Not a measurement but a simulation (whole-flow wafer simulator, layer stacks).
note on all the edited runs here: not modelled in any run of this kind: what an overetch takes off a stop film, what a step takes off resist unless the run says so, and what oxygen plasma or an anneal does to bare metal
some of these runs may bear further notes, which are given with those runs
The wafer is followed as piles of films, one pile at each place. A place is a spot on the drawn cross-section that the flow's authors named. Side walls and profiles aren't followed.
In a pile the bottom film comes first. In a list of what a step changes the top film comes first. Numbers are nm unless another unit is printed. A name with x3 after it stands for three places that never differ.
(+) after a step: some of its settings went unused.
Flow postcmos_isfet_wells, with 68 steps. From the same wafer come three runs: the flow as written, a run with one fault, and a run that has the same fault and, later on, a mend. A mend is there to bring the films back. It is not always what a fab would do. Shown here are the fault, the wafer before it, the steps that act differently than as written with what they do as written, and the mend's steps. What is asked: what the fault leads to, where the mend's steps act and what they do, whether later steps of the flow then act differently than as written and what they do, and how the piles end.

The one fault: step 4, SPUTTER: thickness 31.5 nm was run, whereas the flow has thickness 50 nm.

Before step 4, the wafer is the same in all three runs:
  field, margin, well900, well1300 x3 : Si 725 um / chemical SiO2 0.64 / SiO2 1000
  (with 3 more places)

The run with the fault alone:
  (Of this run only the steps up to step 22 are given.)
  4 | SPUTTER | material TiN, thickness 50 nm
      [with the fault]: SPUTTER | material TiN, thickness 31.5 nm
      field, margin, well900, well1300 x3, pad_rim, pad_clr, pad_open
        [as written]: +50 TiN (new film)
        [with the fault]: +31.5 TiN (new film)
  Later steps of the flow acting differently than as written (not shown: 1 more step that differs only slightly, by at most 2% or 0.5 nm, whichever is larger):
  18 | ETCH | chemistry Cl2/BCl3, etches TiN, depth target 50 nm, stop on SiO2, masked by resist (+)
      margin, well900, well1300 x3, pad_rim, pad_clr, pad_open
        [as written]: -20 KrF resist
        [with the fault]: -18.9 KrF resist
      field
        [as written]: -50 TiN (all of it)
        [with the fault]: -31.5 TiN (all of it)
  After step 22, at margin, well900, well1300 x3, pad_rim, pad_clr, pad_open, the piles differ from the flow's by more than 2% or 0.5 nm, whichever is larger.
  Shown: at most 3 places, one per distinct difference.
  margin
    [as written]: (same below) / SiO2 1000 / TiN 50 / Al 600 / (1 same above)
    [with the fault]: (same below) / SiO2 1000 / TiN 31.5 / Al 600 / (1 same above)

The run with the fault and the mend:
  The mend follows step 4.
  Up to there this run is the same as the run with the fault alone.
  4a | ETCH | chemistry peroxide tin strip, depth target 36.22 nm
      field, margin, well900, well1300 x3, pad_rim, pad_clr, pad_open
        -31.5 TiN (all of it)
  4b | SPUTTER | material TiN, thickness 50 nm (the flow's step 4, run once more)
      field, margin, well900, well1300 x3, pad_rim, pad_clr, pad_open
        +50 TiN (new film)
  None of the later steps of the flow acts differently than as written at any place that is followed.
  The piles end the same as the flow's at every place that both follow.
